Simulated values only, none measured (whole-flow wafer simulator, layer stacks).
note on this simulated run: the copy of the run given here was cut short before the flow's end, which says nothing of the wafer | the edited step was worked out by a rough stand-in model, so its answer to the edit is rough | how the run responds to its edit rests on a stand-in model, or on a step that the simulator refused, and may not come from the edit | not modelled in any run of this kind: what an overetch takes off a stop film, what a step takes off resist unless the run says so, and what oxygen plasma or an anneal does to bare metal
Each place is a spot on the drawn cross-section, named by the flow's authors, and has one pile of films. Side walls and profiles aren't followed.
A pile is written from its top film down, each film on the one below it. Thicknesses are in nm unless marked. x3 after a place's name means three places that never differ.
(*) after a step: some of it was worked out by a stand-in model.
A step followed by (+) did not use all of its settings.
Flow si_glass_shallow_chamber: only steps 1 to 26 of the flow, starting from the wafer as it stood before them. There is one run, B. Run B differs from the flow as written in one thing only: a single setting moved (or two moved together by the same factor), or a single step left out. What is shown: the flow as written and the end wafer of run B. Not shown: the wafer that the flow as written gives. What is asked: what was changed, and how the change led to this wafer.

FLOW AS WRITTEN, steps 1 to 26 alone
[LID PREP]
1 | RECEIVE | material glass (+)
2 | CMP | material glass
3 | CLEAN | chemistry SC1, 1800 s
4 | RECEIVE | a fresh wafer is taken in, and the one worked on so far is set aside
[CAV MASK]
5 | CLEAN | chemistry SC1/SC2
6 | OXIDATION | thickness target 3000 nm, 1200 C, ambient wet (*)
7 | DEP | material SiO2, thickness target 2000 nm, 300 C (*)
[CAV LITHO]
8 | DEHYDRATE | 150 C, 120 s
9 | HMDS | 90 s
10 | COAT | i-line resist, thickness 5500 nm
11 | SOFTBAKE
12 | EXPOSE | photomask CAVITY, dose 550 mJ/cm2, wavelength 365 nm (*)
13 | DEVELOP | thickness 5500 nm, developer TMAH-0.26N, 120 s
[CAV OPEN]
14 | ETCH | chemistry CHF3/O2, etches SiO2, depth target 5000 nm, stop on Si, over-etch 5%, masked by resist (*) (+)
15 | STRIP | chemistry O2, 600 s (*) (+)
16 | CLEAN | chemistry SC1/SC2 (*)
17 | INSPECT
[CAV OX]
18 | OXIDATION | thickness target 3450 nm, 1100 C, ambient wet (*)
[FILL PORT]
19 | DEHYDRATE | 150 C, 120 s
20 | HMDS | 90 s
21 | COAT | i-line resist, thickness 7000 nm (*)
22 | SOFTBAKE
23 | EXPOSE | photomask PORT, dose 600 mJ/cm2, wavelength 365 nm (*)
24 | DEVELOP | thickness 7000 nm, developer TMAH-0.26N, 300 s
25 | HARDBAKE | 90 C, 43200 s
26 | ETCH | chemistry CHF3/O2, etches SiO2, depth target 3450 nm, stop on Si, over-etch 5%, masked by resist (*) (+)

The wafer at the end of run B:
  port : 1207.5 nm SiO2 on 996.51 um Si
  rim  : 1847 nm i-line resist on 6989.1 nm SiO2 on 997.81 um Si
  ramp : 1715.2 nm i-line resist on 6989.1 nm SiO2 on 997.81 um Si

The reason: step 18, OXIDATION: thickness target 4830 nm was run, while the flow as written has thickness target 3450 nm.

How this came from the change, step by step:
  18 | OXIDATION | thickness target 3450 nm, 1100 C, ambient wet (*)
      rim, ramp, septum, ring: SiO2 gains 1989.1, Si loses 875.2 (in the flow as written it would be: SiO2 gains 1109.8, Si loses 488.3)
      cav, port: SiO2 gains 4830 (new film), chemical SiO2 loses 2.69 (all of it), Si loses 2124 (in the flow as written it would be: SiO2 gains 3450 (new film), chemical SiO2 loses 2.69 (all of it), Si loses 1516.8)
  21 | COAT | i-line resist, thickness 7000 nm (*)
      ramp: i-line resist gains 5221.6 (new film) (in the flow as written it would be: i-line resist gains 5087.8 (new film))
  22 | SOFTBAKE
      rim: i-line resist loses 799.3 (in the flow as written it would be: i-line resist loses 849)
      ramp: i-line resist loses 400.7 (in the flow as written it would be: i-line resist loses 434.5)
      (as well as at 4 more places)
  25 | HARDBAKE | 90 C, 43200 s
      rim: i-line resist loses 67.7 (in the flow as written it would be: i-line resist loses 62.5)
      ramp: i-line resist loses 62.8 (in the flow as written it would be: i-line resist loses 57.1)
  26 | ETCH | chemistry CHF3/O2, etches SiO2, depth target 3450 nm, stop on Si, over-etch 5%, masked by resist (*) (+)
      port: SiO2 loses 3622.5 (in the flow as written it would be: SiO2 loses 3450 (all of it), Si loses 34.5)
